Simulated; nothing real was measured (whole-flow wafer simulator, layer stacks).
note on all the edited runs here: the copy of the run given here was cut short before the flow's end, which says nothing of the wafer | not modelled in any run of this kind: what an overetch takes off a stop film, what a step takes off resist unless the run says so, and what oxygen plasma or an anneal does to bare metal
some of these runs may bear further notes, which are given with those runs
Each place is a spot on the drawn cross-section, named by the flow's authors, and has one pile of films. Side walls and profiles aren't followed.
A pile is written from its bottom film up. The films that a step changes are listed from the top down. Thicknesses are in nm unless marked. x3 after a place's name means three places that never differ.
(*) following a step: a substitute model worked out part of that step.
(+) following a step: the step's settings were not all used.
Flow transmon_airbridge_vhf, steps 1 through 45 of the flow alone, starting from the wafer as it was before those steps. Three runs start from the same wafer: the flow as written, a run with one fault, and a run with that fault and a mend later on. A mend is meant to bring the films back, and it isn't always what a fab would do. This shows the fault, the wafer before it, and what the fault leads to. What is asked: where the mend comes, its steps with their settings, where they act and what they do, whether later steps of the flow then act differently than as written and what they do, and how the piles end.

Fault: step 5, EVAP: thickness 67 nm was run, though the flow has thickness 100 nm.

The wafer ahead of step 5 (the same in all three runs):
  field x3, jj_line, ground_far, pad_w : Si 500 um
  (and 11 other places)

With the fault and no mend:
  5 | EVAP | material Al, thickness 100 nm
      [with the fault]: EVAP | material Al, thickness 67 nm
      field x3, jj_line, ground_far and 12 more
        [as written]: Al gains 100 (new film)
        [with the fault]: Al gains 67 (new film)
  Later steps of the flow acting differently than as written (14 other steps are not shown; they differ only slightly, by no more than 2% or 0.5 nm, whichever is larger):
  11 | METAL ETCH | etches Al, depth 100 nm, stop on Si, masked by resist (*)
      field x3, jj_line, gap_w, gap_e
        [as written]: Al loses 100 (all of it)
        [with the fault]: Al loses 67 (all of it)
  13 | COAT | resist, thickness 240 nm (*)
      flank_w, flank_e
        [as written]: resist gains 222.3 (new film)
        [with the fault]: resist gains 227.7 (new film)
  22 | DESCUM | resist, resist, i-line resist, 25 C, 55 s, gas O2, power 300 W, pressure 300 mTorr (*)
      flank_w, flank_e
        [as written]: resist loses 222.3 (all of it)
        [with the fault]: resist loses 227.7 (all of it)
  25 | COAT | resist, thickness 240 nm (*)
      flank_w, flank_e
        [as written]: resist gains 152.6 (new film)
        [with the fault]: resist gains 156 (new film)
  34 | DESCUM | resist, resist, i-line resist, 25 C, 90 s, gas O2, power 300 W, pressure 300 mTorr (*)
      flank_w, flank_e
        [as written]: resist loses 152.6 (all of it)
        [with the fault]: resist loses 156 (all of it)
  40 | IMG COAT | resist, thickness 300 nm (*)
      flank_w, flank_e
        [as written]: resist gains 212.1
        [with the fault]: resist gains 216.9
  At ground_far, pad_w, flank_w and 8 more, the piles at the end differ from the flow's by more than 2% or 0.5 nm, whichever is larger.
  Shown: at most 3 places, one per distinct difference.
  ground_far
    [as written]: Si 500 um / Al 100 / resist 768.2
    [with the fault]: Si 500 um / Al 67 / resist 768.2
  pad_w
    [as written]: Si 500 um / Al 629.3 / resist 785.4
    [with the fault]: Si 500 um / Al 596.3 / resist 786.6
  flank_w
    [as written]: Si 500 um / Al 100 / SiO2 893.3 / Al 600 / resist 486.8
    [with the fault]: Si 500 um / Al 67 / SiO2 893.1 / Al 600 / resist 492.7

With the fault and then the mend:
  The mend follows step 10.
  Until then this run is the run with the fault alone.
  10a | STRIP | i-line resist, 80 C, 600 s (+)
      ground_far, pad_w, flank_w and 8 more
        i-line resist loses 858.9 (all of it)
  10b | EVAP | material Al, thickness 33 nm (a further turn of the flow's step 5, with different settings)
      field x3, jj_line, ground_far and 12 more
        Al gains 33
  10c | COAT | i-line resist, thickness 900 nm (a further turn of the flow's step 6)
      field x3, jj_line, ground_far and 12 more
        i-line resist gains 900 (new film)
  10d | SOFTBAKE | i-line resist, 90 C, 90 s (a further turn of the flow's step 7)
      alters no film at any place that is followed
  10e | EXPOSE | i-line resist, thickness 900 nm, photomask AB CPW, dose 155.4 mJ/cm2, NA 0.45, wavelength 365 nm (*) (a further turn of the flow's step 8)
      alters no film at any place that is followed
  10f | PEB | i-line resist, 110 C, 60 s (a further turn of the flow's step 9)
      field x3, jj_line, ground_far and 12 more
        i-line resist loses 41
  10g | DEVELOP | i-line resist, thickness 900 nm, developer developer-B, 60 s (a further turn of the flow's step 10)
      ground_far, pad_w, flank_w and 8 more
        i-line resist loses 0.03
      field x3, jj_line, gap_w, gap_e
        i-line resist loses 859 (all of it)
  Every later step of the flow that is run acts as written at every place that is followed.
  By the end, the piles equal the flow's at every place that both follow.
